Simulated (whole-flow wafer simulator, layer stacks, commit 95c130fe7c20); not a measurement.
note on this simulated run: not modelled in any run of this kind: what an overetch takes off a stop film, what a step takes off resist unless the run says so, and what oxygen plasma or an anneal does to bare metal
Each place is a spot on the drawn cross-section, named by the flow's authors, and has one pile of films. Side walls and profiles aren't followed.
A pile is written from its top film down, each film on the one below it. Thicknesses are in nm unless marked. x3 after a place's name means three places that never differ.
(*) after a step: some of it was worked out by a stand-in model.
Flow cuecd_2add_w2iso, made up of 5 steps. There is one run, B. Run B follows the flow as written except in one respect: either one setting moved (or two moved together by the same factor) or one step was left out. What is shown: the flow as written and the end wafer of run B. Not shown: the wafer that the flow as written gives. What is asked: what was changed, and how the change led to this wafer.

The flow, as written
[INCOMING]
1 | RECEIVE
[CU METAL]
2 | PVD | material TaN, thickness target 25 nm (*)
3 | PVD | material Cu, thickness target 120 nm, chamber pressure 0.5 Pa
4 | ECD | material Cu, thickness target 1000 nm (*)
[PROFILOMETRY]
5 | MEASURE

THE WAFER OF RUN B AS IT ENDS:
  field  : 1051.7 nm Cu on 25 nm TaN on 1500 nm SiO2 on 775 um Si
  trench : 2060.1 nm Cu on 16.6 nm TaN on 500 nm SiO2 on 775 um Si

Cause: step 3, PVD: thickness target 51.7 nm was run, whereas the flow has thickness target 120 nm.

The path from the change to this, step by step:
  3 | PVD | material Cu, thickness target 120 nm, chamber pressure 0.5 Pa
      field: Cu gains 51.7 (new film) (it would be, as written: Cu gains 120 (new film))
      trench: Cu gains 35 (new film) (it would be, as written: Cu gains 80.8 (new film))
